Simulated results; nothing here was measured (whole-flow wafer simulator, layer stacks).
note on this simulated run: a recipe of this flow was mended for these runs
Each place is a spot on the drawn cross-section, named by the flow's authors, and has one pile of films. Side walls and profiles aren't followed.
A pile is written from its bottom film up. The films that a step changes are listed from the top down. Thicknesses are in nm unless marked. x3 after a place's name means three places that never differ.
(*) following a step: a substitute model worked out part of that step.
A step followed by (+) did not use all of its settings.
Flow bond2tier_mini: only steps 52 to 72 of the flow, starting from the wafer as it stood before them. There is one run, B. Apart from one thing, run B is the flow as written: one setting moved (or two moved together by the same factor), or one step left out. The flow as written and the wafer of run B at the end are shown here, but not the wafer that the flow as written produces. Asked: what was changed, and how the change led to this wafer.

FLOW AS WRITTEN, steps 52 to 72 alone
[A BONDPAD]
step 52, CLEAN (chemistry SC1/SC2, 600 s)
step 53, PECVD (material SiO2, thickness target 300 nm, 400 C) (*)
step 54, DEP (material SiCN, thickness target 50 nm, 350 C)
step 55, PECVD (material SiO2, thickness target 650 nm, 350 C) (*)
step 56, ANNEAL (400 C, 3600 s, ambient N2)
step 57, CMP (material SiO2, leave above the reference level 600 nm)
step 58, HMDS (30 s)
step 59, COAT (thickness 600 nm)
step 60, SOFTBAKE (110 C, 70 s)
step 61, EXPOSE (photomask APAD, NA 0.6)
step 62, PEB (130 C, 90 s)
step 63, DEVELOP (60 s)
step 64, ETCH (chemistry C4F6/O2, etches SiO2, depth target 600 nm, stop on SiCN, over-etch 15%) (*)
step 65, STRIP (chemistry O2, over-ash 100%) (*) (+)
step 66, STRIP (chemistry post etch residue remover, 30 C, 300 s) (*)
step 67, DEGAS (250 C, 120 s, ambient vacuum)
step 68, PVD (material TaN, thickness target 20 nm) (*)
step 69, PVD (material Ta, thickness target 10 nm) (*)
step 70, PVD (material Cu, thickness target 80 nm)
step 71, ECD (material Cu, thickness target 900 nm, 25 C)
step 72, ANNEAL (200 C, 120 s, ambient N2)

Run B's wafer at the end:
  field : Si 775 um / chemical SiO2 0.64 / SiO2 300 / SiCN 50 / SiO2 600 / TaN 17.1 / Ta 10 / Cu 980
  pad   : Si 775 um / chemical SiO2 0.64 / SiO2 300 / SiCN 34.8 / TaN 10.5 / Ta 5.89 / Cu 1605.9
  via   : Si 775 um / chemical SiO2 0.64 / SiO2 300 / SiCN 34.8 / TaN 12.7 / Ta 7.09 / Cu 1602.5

Cause: step 68, PVD: thickness target 17.1 nm was run, while the flow as written has thickness target 20 nm.
The wafer lets one read it off: field has TaN 17.1, and step 68 as written asks for 20 nm.

How this came from the change, step by step:
  step 68, PVD (material TaN, thickness target 20 nm) (*)
      field: TaN gains 17.1 (new film) (it would be, as written: TaN gains 20 (new film))
      pad: TaN gains 10.5 (new film) (it would be, as written: TaN gains 12.3 (new film))
      (also at 1 further place)
